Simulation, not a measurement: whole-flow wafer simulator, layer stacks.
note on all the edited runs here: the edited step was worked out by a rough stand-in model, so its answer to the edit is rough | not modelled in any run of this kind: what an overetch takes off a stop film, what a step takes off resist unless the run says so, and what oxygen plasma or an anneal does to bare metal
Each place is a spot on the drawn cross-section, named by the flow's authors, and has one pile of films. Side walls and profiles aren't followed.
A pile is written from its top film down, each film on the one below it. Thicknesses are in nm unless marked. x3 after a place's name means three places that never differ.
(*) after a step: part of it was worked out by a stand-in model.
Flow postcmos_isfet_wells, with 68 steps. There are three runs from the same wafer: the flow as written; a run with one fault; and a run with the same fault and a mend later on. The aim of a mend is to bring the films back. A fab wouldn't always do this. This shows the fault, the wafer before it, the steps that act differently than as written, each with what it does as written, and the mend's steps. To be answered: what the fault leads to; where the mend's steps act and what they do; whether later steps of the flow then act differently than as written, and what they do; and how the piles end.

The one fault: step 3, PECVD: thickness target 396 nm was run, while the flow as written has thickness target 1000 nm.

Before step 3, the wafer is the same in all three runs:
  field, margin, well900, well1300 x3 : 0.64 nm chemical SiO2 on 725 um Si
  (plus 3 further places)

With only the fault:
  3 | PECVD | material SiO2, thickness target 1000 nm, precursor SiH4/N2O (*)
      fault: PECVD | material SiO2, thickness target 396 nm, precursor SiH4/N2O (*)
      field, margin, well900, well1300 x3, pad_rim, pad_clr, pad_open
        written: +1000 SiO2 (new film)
        fault: +396 SiO2 (new film)
  Later steps of the flow that are run all act as written at every place that is followed.
  At field, margin, well900, well1300 x3, pad_rim, pad_clr, pad_open, the piles at the end differ from the flow's by more than 2% or 0.5 nm, whichever is larger.
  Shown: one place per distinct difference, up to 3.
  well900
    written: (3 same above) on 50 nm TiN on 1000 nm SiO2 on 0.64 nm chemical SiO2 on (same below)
    fault: (3 same above) on 50 nm TiN on 396 nm SiO2 on 0.64 nm chemical SiO2 on (same below)
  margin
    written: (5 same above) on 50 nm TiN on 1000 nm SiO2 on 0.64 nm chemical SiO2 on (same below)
    fault: (5 same above) on 50 nm TiN on 396 nm SiO2 on 0.64 nm chemical SiO2 on (same below)
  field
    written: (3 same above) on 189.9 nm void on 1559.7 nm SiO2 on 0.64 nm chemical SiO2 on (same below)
    fault: (3 same above) on 189.9 nm void on 955.7 nm SiO2 on 0.64 nm chemical SiO2 on (same below)

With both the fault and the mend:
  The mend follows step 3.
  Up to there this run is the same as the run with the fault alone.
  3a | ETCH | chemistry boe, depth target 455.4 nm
      field, margin, well900, well1300 x3, pad_rim, pad_clr, pad_open
        -396 SiO2 (all of it), -0.64 chemical SiO2 (all of it)
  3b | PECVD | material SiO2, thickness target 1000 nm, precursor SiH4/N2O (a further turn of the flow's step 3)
      field, margin, well900, well1300 x3, pad_rim, pad_clr, pad_open
        +1000 SiO2 (new film)
  Later steps of the flow that are run all act as written at every place that is followed.
  At field, margin, well900, well1300 x3, pad_rim, pad_clr, pad_open, the piles at the end differ from the flow's by more than 2% or 0.5 nm, whichever is larger.
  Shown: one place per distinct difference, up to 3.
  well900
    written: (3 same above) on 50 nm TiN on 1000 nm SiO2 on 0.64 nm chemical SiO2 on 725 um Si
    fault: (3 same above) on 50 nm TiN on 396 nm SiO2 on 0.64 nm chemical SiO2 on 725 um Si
    mend: (3 same above) on 50 nm TiN on 1000 nm SiO2 on 725 um Si
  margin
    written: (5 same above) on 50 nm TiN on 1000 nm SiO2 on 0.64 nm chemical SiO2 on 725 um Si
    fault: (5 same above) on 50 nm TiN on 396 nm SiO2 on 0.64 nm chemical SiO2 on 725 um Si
    mend: (5 same above) on 50 nm TiN on 1000 nm SiO2 on 725 um Si
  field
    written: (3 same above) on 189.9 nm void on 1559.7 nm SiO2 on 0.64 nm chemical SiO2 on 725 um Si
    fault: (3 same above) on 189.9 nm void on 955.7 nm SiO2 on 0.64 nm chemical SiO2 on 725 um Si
    mend: (3 same above) on 189.9 nm void on 1559.7 nm SiO2 on 725 um Si
